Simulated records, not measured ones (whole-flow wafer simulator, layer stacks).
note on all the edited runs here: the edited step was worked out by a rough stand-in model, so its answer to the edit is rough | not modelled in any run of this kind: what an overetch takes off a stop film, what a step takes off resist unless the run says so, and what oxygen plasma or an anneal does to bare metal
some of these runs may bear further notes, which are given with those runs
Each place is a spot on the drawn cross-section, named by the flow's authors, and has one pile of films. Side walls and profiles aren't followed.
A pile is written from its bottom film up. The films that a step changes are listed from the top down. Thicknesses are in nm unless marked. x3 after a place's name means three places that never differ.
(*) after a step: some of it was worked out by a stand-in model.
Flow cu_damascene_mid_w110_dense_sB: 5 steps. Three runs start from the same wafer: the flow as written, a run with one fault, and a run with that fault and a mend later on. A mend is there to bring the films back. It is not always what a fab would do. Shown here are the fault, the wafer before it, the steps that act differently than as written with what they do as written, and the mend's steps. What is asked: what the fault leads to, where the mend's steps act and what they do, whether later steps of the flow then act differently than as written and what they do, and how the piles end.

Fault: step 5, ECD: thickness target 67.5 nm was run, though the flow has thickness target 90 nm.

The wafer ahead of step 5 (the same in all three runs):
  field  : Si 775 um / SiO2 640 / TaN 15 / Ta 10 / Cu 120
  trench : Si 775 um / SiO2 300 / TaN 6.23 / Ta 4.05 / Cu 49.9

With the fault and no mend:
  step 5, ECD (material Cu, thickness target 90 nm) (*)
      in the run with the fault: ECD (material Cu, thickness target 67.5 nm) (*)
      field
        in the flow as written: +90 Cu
        in the run with the fault: +67.5 Cu
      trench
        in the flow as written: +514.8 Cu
        in the run with the fault: +492.3 Cu
  Every later step of the flow that is run acts as written at every place that is followed.
  At field, trench, the piles at the end differ from the flow's by more than 2% or 0.5 nm, whichever is larger.
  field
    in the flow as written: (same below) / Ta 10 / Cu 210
    in the run with the fault: (same below) / Ta 10 / Cu 187.5
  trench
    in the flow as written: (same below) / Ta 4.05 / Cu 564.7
    in the run with the fault: (same below) / Ta 4.05 / Cu 542.2

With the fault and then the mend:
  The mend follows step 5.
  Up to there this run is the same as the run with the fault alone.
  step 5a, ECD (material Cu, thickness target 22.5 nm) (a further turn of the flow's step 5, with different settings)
      field, trench
        +22.5 Cu
  Every later step of the flow that is run acts as written at every place that is followed.
  The piles end the same as the flow's at every place that both follow.
